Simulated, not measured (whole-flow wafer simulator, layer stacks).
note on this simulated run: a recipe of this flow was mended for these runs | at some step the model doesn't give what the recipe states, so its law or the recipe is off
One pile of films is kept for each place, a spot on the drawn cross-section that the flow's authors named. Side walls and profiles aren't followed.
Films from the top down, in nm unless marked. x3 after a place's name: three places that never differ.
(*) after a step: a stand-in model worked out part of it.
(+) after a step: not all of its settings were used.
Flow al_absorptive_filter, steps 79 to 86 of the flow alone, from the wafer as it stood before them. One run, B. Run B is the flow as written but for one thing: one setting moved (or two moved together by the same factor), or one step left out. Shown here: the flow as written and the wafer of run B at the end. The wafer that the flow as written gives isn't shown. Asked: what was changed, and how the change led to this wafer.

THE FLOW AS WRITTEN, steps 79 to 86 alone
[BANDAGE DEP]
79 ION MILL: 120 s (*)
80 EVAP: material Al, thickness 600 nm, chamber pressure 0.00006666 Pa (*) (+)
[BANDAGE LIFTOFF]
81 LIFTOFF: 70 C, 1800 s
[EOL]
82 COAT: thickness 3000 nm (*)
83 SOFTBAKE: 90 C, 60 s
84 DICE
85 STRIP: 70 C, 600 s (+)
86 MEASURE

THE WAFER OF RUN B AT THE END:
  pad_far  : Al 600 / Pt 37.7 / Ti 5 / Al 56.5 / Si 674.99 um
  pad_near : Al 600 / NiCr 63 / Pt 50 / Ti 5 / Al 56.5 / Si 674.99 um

The cause: step 79, ION MILL: 101 s was run, where the flow has 120 s.

How the change led to this, step by step:
  79 ION MILL: 120 s (*)
      gnd, ledge, res and 9 more: i-line-resist -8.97 (as written it would be: i-line-resist -10.7)
      pad_far: Pt -12.3 (as written it would be: Pt -14.7)
      (and at 1 more place)
